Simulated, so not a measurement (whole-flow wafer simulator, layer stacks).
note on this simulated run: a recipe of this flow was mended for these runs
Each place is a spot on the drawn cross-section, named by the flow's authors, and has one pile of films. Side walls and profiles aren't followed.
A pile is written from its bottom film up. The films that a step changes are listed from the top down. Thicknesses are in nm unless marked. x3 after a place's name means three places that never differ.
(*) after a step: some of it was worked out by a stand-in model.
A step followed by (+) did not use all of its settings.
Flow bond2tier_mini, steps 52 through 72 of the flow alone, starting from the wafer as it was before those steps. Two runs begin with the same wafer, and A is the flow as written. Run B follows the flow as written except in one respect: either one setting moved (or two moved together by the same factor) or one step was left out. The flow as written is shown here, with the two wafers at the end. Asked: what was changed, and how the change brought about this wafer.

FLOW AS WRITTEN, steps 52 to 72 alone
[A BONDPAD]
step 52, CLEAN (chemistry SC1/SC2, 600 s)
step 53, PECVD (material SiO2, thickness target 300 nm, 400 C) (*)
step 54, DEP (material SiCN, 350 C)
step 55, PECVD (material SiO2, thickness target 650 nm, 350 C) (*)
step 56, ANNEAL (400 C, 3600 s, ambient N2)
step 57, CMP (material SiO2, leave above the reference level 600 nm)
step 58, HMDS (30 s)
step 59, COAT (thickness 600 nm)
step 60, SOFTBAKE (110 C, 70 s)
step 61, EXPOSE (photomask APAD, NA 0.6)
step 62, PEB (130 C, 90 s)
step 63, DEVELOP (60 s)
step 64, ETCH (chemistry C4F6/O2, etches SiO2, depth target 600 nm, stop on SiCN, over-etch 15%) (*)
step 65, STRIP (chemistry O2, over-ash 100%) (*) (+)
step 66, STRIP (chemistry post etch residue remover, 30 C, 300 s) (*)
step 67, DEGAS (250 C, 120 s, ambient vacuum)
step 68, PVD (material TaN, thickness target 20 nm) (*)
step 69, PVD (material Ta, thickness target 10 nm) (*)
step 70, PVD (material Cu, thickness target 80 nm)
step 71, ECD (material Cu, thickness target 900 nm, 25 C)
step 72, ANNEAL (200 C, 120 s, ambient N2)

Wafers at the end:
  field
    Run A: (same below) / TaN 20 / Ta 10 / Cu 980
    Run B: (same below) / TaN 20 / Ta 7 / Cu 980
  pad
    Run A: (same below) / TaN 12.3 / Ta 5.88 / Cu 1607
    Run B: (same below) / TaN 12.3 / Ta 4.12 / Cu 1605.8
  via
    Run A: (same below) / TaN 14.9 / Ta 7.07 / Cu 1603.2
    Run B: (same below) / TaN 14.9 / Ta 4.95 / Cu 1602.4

The reason: step 69, PVD: thickness target 7 nm was run, though the flow has thickness target 10 nm.
The wafer lets one read it off: field has Ta 7, and step 69 as written asks for 10 nm.

The path from the change to this, step by step:
  step 69, PVD (material Ta, thickness target 10 nm) (*)
      field: A Ta gains 10 (new film) | B Ta gains 7 (new film)
      pad: A Ta gains 5.88 (new film) | B Ta gains 4.12 (new film)
      (also at 1 further place)
